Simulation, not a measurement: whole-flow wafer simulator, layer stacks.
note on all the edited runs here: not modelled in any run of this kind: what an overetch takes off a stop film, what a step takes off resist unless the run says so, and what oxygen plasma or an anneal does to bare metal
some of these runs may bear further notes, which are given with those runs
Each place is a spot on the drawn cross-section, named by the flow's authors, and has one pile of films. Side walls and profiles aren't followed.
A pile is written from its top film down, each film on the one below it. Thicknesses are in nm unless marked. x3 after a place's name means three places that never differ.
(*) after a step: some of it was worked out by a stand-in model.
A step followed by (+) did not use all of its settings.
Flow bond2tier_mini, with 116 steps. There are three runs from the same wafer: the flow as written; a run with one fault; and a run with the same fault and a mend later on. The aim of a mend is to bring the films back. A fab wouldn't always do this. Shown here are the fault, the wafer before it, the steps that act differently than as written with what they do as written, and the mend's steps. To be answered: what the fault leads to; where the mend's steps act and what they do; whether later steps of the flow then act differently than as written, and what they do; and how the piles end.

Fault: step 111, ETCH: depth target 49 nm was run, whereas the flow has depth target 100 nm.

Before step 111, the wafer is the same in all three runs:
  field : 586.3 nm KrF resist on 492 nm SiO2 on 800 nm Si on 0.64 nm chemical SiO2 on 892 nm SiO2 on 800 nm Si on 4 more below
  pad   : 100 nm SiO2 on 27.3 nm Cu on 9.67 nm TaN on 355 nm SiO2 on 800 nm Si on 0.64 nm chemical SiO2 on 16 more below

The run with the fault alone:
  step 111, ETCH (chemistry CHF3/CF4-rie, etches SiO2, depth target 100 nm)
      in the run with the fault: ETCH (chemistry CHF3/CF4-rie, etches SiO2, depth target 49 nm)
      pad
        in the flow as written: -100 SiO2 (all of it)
        in the run with the fault: -49 SiO2
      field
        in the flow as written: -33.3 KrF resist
        in the run with the fault: -16.3 KrF resist
  Later steps of the flow acting differently than as written (1 other step is not shown; it differs only slightly, by no more than 2% or 0.5 nm, whichever is larger):
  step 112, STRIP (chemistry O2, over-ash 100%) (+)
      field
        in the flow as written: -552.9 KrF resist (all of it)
        in the run with the fault: -569.9 KrF resist (all of it)
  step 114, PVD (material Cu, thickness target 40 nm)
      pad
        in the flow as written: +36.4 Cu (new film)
        in the run with the fault: +38.2 Cu (new film)
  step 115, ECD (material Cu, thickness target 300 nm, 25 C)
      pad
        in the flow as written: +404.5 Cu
        in the run with the fault: +351.2 Cu
  By the end, the piles at pad depart from the flow's by more than 2% or 0.5 nm, whichever is larger.
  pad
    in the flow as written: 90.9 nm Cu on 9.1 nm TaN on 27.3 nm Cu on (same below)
    in the run with the fault: 39.4 nm Cu on 9.56 nm TaN on 51 nm SiO2 on 27.3 nm Cu on (same below)

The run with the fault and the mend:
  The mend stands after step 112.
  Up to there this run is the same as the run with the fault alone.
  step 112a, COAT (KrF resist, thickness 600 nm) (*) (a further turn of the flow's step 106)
      field
        +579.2 KrF resist (new film)
      pad
        +621.7 KrF resist (new film)
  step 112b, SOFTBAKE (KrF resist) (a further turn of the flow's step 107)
      alters no film at any place that is followed
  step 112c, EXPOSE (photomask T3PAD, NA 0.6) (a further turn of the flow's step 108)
      alters no film at any place that is followed
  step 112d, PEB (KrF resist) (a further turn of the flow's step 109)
      alters no film at any place that is followed
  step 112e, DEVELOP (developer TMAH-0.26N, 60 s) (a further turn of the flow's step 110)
      field
        -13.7 KrF resist
      pad
        -621.7 KrF resist (all of it)
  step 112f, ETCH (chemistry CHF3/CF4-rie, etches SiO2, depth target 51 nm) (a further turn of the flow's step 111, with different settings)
      field
        -17 KrF resist
      pad
        -51 SiO2 (all of it)
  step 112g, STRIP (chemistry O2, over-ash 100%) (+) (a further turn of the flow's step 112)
      field
        -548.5 KrF resist (all of it)
  None of the later steps of the flow acts differently than as written at any place that is followed.
  At every place that both follow, the piles at the end match the flow's.
